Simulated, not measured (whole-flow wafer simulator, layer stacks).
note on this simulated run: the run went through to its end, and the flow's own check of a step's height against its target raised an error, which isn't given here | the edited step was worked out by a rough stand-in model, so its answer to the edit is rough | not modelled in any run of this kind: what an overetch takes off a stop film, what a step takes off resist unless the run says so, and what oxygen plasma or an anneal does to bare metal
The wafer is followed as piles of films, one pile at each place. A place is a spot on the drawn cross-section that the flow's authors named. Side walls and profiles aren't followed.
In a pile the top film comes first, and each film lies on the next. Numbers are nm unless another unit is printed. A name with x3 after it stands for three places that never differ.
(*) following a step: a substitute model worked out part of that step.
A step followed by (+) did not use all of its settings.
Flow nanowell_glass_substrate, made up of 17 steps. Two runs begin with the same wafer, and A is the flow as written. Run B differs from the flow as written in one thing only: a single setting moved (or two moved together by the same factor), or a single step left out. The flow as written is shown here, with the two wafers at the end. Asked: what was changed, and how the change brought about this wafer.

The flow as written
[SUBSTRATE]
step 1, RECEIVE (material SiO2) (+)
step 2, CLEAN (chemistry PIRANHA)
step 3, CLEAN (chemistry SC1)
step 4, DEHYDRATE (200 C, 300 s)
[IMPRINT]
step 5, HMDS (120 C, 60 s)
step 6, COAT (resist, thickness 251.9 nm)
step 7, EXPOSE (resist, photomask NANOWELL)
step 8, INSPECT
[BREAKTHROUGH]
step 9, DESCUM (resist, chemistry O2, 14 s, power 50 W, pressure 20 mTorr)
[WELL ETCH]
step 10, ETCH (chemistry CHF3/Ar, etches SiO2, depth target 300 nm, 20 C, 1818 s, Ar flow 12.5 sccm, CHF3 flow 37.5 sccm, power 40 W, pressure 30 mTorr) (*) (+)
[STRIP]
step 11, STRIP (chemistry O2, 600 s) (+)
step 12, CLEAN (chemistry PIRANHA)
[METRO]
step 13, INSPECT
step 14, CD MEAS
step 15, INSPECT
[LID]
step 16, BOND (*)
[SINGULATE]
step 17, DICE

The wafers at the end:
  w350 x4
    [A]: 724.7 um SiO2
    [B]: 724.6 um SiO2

The reason: step 10, ETCH: depth target 405 nm was run, though the flow has depth target 300 nm; step 10, ETCH: 2454 s was run, where the flow has 1818 s.

How this came from the change, step by step:
  step 10, ETCH (chemistry CHF3/Ar, etches SiO2, depth target 300 nm, 20 C, 1818 s, Ar flow 12.5 sccm, CHF3 flow 37.5 sccm, power 40 W, pressure 30 mTorr) (*) (+)
      w350 x4: A -300 SiO2 | B -405 SiO2
      land: A -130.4 resist | B -176.1 resist
  step 11, STRIP (chemistry O2, 600 s) (+)
      land: A -125.9 resist (all of it) | B -80.3 resist (all of it)
